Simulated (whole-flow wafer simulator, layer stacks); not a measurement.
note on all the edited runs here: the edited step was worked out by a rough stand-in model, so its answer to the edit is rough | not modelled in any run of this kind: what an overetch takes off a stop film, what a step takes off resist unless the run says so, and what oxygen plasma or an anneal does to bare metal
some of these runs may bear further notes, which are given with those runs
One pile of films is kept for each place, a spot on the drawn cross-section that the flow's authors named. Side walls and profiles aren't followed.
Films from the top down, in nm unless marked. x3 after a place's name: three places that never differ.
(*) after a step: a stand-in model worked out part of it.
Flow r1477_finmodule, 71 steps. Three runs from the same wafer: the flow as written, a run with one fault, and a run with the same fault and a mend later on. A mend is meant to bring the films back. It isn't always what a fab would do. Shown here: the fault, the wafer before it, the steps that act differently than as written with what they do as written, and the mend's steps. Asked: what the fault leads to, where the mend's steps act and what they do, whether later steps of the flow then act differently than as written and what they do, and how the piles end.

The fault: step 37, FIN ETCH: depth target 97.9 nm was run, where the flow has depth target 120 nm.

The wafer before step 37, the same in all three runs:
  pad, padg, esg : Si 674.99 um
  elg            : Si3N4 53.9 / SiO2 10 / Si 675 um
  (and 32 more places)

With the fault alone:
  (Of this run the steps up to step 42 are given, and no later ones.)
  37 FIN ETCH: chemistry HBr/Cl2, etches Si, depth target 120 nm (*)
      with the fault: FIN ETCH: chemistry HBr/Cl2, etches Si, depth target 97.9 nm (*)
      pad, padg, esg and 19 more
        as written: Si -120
        with the fault: Si -97.9
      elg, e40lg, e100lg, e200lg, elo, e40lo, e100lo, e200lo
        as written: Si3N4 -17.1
        with the fault: Si3N4 -14
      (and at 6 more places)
  No later step of the flow up to step 42 acts differently than as written at any place that is followed.
  After step 42 the piles differ from the flow's by more than 2% or 0.5 nm, whichever is larger, at elg, e40lg, e100lg and 11 more.
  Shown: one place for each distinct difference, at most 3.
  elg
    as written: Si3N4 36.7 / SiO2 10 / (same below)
    with the fault: Si3N4 39.9 / SiO2 10 / (same below)
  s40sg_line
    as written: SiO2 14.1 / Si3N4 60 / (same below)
    with the fault: SiO2 15.8 / Si3N4 60 / (same below)

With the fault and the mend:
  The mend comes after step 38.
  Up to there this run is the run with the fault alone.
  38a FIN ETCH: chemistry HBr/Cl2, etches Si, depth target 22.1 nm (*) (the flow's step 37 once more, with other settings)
      pad, padg, esg and 19 more
        Si -22.1
      elg, e40lg, e100lg, e200lg, elo, e40lo, e100lo, e200lo
        Si3N4 -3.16
      s40sg_line, s45sg_line, s50sg_line, s40so_line, s45so_line, s50so_line
        SiO2 -1.7
  No later step of the flow acts differently than as written at any place that is followed.
  At the end the piles are the same as the flow's at every place that both follow.
